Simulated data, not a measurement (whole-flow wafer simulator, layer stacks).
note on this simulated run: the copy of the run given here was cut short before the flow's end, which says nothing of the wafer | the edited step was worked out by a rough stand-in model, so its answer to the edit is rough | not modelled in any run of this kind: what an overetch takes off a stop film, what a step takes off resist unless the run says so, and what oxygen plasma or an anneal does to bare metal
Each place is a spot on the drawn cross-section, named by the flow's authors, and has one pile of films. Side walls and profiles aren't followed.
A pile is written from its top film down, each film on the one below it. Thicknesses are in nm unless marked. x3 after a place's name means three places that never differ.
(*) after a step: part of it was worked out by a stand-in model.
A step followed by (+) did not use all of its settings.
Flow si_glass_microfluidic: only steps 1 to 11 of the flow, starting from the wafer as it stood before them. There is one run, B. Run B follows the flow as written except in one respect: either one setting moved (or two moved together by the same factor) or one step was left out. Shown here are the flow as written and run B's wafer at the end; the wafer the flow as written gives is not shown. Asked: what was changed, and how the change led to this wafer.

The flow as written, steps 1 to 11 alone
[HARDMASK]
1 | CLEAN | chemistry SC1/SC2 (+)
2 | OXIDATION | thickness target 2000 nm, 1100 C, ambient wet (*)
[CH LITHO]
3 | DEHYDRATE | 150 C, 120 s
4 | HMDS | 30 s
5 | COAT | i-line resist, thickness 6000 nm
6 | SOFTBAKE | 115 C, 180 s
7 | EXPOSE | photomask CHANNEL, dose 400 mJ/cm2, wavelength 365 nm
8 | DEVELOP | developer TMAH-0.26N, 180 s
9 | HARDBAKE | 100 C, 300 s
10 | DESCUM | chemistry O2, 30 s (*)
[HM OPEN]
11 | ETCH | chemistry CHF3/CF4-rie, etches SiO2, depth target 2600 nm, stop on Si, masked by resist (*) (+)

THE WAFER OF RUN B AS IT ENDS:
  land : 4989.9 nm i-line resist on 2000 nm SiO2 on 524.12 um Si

What caused this: step 11, ETCH: depth target 2925 nm was run, though the flow has depth target 2600 nm.

Step by step, how the change led to this:
  11 | ETCH | chemistry CHF3/CF4-rie, etches SiO2, depth target 2600 nm, stop on Si, masked by resist (*) (+)
      land: -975 i-line resist (it would be, as written: -866.7 i-line resist)
